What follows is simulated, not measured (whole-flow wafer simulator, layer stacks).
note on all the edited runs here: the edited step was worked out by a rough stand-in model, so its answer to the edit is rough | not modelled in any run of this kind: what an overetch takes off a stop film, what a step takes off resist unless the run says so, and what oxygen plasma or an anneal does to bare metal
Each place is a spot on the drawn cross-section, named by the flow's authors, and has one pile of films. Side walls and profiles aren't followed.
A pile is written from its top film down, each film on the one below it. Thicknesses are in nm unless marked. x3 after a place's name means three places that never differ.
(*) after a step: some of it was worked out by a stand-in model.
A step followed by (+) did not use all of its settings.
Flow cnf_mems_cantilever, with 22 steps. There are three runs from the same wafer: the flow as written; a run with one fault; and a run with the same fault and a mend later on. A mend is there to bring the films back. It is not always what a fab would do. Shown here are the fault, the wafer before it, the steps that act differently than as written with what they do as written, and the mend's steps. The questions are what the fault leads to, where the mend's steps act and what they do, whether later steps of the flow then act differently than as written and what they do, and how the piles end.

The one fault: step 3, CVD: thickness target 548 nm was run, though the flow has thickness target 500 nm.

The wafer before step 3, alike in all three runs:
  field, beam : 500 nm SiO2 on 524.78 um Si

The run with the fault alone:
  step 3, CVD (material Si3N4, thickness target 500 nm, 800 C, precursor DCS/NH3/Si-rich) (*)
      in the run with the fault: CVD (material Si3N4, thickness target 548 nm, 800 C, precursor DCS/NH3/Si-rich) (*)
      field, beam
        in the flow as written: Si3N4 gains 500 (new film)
        in the run with the fault: Si3N4 gains 548 (new film)
  Steps later in the flow that act otherwise than as written:
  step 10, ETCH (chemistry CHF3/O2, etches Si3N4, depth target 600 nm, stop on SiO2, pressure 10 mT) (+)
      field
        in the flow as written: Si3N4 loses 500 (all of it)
        in the run with the fault: Si3N4 loses 548 (all of it)
  The piles end different from the flow's at beam by more than 2% or 0.5 nm, whichever is larger.
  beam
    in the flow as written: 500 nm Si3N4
    in the run with the fault: 548 nm Si3N4

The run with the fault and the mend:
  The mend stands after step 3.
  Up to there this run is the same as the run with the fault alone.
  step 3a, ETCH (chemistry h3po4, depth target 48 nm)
      field, beam
        Si3N4 loses 48
  None of the later steps of the flow acts differently than as written at any place that is followed.
  At every place that both follow, the piles at the end match the flow's.
